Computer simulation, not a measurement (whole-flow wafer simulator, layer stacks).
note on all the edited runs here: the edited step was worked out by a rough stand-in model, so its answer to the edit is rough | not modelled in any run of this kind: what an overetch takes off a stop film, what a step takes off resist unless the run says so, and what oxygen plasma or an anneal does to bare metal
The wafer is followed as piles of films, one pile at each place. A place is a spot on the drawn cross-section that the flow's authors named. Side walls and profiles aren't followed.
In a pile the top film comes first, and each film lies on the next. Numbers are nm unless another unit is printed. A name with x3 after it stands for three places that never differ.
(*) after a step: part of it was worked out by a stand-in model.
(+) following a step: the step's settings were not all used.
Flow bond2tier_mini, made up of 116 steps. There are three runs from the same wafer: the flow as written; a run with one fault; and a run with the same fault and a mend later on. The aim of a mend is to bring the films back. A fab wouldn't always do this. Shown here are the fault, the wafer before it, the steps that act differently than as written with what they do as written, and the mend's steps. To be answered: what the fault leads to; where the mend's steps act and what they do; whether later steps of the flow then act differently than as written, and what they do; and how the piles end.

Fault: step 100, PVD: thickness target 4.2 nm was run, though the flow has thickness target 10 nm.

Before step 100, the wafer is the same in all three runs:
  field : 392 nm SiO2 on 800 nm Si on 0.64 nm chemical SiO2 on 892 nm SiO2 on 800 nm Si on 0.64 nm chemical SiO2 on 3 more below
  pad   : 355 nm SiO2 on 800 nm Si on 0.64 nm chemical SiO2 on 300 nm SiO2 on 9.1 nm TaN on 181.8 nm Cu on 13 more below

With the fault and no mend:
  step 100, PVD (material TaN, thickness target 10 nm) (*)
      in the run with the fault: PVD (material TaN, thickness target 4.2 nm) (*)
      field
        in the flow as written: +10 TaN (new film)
        in the run with the fault: +4.2 TaN (new film)
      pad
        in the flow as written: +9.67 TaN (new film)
        in the run with the fault: +4.06 TaN (new film)
  Steps further on in the flow that do not act as written (not shown: 1 more step that differs only slightly, by at most 2% or 0.5 nm, whichever is larger):
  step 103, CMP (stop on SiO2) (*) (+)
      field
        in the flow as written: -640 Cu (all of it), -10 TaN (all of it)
        in the run with the fault: -640 Cu (all of it), -4.2 TaN (all of it)
  At pad, the piles at the end differ from the flow's by more than 2% or 0.5 nm, whichever is larger.
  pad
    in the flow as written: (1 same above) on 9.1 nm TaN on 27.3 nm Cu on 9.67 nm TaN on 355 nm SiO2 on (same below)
    in the run with the fault: (1 same above) on 9.1 nm TaN on 32.9 nm Cu on 4.06 nm TaN on 355 nm SiO2 on (same below)

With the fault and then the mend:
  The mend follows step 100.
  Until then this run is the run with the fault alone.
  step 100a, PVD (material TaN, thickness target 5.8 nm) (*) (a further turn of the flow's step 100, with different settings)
      field
        +5.8 TaN
      pad
        +5.6 TaN
  Later steps of the flow that are run all act as written at every place that is followed.
  At the end the piles are close to the flow's at the places that both follow, differing by at most 2% or 0.5 nm, whichever is larger.
